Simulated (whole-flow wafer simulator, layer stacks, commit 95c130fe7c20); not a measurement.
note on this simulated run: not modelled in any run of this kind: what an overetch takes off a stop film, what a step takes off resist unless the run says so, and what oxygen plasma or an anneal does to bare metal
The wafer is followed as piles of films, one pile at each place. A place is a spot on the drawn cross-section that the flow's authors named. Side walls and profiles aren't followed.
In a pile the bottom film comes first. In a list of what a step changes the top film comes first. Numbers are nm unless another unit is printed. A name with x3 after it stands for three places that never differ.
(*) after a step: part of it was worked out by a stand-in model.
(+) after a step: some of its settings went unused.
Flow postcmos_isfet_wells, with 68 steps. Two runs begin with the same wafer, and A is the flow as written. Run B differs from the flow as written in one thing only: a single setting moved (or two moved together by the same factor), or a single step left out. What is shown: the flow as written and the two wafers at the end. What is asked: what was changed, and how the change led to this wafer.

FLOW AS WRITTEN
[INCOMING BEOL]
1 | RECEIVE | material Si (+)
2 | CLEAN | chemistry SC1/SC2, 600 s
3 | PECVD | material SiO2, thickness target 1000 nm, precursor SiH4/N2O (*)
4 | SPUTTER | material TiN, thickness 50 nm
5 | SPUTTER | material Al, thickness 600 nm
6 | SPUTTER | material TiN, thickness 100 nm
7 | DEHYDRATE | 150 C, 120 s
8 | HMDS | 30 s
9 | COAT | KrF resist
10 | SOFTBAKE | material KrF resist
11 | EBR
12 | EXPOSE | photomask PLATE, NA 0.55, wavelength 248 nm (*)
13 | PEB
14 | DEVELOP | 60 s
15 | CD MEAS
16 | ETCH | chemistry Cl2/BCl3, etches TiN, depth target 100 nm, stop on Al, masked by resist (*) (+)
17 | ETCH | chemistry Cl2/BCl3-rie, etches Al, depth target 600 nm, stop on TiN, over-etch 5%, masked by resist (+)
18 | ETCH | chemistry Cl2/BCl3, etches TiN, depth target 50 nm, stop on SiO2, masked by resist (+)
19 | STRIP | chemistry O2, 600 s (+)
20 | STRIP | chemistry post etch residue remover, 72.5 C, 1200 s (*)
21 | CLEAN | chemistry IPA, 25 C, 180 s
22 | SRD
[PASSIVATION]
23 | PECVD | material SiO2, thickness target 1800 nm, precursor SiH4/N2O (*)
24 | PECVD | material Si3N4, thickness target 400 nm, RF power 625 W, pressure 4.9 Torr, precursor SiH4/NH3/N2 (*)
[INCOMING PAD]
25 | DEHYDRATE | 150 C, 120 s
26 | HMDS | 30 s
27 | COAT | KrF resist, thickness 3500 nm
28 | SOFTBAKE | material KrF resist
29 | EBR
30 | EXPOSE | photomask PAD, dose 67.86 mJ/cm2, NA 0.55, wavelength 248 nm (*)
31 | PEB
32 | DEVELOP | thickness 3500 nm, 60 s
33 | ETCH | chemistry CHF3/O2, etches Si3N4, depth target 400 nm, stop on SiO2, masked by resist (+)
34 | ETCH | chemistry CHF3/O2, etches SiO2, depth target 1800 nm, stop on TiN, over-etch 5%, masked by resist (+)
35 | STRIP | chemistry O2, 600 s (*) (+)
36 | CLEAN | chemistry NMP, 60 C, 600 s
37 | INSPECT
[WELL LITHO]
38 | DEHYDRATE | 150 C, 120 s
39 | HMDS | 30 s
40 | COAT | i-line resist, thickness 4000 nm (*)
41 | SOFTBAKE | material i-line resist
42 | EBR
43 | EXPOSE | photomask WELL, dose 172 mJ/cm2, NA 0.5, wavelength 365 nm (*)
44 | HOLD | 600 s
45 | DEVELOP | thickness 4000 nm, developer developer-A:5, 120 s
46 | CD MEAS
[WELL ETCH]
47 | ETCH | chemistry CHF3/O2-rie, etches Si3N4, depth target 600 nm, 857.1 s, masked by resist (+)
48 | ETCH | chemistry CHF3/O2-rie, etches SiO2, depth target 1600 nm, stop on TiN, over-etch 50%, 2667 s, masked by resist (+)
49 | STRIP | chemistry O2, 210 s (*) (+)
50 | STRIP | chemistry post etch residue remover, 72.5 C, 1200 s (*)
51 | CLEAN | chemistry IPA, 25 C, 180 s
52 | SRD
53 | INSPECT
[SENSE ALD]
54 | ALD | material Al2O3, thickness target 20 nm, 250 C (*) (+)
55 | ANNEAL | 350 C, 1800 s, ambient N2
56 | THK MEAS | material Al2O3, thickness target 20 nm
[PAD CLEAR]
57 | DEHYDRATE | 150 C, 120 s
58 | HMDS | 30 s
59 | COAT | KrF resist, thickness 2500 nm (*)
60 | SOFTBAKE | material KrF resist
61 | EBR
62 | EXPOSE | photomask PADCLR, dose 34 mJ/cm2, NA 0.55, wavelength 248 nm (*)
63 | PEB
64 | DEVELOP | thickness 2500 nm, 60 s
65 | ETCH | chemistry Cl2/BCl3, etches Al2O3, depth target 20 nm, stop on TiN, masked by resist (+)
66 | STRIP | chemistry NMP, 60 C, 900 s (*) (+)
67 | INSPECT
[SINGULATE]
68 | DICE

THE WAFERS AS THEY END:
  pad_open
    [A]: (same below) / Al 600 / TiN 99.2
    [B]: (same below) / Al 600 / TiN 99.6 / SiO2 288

The reason: step 34, ETCH: depth target 1512 nm was run, while the flow as written has depth target 1800 nm.

Step by step, how the change led to this:
  34 | ETCH | chemistry CHF3/O2, etches SiO2, depth target 1800 nm, stop on TiN, over-etch 5%, masked by resist (+)
      pad_open: A -1800 SiO2 (all of it) | B -1512 SiO2
      field, margin, well900, well1300 x3, pad_rim, pad_clr: A -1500 KrF resist | B -1260 KrF resist
  35 | STRIP | chemistry O2, 600 s (*) (+)
      field, margin, well900, well1300 x3, pad_rim, pad_clr: A -1613.3 KrF resist (all of it) | B -1853.3 KrF resist (all of it)
  40 | COAT | i-line resist, thickness 4000 nm (*)
      pad_clr: A +3256.8 i-line resist (new film) | B +3347.5 i-line resist (new film)
      pad_open: A +4804.7 i-line resist (new film) | B +4700.9 i-line resist (new film)
  41 | SOFTBAKE | material i-line resist
      pad_clr: A -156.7 i-line resist | B -128.7 i-line resist
      pad_open: A +115.3 i-line resist | B +102.5 i-line resist
  49 | STRIP | chemistry O2, 210 s (*) (+)
      pad_clr: A -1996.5 i-line resist (all of it) | B -2115.2 i-line resist (all of it)
      pad_open: A -3816.3 i-line resist (all of it) | B -3699.7 i-line resist (all of it)
  59 | COAT | KrF resist, thickness 2500 nm (*)
      pad_rim: A +1976.4 KrF resist (new film) | B +2042 KrF resist (new film)
      pad_clr: A +1691.6 KrF resist (new film) | B +1788.6 KrF resist (new film)
      (also at 1 further place)
  63 | PEB
      pad_clr: A -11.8 KrF resist | B -12.5 KrF resist
  64 | DEVELOP | thickness 2500 nm, 60 s
      pad_clr: A -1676 KrF resist (all of it) | B -1772.8 KrF resist (all of it)
      pad_open: A -3045.1 KrF resist (all of it) | B -2973 KrF resist (all of it)
  66 | STRIP | chemistry NMP, 60 C, 900 s (*) (+)
      pad_rim: A -1923.7 KrF resist (all of it) | B -1988.7 KrF resist (all of it)
